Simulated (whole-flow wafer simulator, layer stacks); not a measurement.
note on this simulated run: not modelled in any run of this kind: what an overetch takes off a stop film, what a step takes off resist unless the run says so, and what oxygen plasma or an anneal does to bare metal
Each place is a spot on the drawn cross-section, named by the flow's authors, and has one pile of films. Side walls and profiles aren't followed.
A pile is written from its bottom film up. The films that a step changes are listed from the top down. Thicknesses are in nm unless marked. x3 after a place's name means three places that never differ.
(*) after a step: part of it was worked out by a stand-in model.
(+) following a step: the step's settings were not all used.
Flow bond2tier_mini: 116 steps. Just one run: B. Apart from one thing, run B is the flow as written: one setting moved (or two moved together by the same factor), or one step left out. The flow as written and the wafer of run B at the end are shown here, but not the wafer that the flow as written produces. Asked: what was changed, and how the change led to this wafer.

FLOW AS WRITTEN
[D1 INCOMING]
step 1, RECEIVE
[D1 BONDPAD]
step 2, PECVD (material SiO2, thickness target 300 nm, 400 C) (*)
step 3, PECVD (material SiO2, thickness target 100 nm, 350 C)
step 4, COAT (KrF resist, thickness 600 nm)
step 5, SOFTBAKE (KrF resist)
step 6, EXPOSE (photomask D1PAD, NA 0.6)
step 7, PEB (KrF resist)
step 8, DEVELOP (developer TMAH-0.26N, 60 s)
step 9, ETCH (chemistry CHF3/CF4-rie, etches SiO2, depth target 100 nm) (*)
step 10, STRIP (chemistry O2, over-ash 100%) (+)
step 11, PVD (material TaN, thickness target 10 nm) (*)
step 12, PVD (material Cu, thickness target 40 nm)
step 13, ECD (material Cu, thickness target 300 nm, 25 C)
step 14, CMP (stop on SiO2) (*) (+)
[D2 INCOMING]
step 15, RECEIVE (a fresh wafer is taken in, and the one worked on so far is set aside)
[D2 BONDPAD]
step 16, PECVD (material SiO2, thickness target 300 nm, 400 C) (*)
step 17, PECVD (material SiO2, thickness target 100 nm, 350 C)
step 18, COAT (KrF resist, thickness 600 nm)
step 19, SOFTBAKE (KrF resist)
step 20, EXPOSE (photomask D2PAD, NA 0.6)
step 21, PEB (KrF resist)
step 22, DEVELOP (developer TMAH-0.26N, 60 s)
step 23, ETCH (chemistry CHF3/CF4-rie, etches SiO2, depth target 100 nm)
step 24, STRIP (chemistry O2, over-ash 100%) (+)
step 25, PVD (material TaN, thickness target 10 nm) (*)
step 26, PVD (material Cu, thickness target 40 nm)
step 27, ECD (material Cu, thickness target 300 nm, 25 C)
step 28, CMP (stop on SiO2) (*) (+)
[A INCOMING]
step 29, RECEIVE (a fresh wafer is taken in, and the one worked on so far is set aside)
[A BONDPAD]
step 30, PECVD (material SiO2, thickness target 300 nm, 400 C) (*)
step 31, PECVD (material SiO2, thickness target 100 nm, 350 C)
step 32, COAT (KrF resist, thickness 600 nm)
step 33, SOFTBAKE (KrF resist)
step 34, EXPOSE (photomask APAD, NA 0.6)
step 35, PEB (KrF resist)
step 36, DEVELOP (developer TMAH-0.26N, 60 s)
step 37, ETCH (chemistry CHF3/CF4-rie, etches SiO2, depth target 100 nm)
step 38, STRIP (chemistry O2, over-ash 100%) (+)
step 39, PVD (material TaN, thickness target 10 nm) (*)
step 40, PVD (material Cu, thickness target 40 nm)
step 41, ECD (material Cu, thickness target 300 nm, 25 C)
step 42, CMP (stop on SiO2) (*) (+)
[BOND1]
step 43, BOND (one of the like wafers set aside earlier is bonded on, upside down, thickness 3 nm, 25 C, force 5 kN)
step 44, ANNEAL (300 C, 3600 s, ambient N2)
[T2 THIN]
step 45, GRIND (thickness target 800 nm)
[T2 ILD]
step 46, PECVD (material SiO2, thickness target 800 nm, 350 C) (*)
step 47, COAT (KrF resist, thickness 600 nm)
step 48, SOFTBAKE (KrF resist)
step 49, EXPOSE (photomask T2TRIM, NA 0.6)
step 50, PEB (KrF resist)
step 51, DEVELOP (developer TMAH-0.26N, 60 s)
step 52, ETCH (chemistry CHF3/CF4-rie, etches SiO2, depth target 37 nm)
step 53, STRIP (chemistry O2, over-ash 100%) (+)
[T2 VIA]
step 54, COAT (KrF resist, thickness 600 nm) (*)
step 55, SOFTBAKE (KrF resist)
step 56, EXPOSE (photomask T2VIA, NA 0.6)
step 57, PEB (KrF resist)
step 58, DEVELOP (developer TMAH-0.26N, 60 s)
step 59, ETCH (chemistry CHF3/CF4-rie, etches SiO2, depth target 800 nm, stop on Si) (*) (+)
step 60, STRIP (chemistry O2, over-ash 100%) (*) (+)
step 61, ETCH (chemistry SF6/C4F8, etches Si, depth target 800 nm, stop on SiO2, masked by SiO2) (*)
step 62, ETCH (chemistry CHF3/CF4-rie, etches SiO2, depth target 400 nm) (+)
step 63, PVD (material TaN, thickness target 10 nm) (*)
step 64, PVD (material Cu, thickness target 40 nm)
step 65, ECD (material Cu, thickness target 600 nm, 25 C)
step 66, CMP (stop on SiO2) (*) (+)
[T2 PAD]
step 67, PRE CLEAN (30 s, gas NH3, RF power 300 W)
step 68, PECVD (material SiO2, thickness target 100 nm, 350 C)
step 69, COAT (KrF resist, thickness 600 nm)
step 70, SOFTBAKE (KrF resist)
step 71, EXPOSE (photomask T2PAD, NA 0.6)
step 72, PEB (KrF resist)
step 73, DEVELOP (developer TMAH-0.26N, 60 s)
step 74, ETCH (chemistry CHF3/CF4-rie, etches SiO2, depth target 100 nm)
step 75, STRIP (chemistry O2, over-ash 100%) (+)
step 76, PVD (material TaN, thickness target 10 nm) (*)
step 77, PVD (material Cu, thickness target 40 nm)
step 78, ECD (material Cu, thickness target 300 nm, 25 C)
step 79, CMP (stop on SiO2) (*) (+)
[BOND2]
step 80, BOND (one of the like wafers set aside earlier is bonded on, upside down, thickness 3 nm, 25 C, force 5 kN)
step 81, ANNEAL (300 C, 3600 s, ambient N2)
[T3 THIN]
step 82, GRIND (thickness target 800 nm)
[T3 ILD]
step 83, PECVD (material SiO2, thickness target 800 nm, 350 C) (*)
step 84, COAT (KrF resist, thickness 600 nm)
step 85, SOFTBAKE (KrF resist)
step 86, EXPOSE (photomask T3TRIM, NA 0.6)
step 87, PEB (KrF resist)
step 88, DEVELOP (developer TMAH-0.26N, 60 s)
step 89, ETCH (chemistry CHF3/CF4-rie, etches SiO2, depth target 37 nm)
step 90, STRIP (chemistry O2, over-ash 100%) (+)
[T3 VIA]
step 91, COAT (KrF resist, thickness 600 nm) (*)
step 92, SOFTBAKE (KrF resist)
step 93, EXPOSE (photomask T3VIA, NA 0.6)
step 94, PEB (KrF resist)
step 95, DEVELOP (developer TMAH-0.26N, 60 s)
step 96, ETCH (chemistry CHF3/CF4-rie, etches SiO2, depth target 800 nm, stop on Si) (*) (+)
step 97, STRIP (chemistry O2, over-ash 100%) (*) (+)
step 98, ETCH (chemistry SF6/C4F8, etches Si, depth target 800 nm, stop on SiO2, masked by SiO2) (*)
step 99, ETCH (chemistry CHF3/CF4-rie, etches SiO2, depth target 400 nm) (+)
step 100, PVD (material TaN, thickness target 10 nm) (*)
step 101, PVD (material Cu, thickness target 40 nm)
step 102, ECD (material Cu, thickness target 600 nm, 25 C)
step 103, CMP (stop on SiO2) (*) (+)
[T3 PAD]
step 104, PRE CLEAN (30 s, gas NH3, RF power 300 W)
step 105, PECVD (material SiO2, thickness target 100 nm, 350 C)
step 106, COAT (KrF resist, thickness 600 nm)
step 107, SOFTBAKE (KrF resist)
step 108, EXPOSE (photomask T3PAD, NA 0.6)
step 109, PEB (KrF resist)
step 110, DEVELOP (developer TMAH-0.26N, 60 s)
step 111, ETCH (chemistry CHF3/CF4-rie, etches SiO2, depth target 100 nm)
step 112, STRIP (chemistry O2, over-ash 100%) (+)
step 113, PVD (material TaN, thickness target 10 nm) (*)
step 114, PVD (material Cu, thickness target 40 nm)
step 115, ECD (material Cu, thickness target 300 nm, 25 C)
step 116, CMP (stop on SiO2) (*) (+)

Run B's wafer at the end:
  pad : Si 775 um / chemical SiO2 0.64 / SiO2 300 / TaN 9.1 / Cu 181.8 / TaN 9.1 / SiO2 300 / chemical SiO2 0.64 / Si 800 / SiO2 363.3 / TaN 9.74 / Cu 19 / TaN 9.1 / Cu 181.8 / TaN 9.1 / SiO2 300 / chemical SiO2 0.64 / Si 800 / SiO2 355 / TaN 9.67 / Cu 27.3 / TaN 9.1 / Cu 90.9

What caused this: step 52, ETCH: depth target 28.7 nm was run, while the flow as written has depth target 37 nm.

Step by step, how the change led to this:
  step 52, ETCH (chemistry CHF3/CF4-rie, etches SiO2, depth target 37 nm)
      pad, via: -28.7 SiO2 (as written it would have been: -37 SiO2)
      field: -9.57 KrF resist (as written it would have been: -12.3 KrF resist)
